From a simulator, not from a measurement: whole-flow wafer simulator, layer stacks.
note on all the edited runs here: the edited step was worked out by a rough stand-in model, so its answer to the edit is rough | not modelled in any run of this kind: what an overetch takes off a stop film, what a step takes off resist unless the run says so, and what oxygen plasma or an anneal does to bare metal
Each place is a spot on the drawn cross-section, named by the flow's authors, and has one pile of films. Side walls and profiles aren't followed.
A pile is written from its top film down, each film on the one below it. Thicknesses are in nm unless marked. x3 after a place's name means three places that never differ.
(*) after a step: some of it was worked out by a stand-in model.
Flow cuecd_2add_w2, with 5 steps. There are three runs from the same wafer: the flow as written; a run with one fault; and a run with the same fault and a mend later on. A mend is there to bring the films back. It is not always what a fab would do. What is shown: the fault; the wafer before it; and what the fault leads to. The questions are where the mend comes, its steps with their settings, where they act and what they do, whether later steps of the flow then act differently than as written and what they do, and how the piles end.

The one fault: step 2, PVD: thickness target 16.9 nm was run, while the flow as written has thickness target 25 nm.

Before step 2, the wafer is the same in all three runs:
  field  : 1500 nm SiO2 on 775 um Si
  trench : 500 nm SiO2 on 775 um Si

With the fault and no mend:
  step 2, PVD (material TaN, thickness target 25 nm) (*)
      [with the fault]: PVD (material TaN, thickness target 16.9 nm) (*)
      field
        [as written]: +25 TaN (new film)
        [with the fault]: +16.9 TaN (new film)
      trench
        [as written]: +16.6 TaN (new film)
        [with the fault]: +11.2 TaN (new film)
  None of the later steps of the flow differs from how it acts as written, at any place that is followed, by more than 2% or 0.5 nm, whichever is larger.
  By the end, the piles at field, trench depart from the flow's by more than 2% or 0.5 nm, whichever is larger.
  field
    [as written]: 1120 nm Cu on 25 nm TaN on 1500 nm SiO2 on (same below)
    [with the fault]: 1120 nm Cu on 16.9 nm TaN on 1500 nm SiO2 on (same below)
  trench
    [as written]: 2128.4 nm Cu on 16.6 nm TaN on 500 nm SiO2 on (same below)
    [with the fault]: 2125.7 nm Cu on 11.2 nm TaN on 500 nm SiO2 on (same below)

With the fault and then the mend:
  After step 2 comes the mend.
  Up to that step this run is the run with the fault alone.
  step 2a, PVD (material TaN, thickness target 8.1 nm) (*) (a further turn of the flow's step 2, with different settings)
      field
        +8.1 TaN
      trench
        +5.35 TaN
  None of the later steps of the flow acts differently than as written at any place that is followed.
  By the end, the piles equal the flow's at every place that both follow.
